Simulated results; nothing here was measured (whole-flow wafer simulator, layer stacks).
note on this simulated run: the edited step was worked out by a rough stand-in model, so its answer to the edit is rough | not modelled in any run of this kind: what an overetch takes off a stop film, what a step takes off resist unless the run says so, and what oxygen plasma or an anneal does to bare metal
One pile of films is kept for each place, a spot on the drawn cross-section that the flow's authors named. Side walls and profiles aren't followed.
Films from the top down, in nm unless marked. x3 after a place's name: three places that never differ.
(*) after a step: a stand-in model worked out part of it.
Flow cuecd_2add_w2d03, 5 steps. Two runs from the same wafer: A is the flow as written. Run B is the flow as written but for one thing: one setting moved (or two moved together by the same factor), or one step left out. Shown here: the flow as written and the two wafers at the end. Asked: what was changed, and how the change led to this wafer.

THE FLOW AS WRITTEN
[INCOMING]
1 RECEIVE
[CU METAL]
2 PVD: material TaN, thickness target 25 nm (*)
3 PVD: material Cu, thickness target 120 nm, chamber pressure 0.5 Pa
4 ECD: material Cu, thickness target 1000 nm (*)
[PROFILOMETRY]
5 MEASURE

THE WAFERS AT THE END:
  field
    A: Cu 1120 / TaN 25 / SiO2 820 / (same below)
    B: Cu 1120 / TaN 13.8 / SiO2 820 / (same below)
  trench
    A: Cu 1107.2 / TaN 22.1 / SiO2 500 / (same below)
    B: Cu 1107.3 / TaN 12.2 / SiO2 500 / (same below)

The cause: step 2, PVD: thickness target 13.8 nm was run, where the flow has thickness target 25 nm.
It can be read off the wafer: field has TaN 13.8, and step 2 as written asks for 25 nm.

How the change led to this, step by step:
  2 PVD: material TaN, thickness target 25 nm (*)
      field: A TaN +25 (new film) | B TaN +13.8 (new film)
      trench: A TaN +22.1 (new film) | B TaN +12.2 (new film)
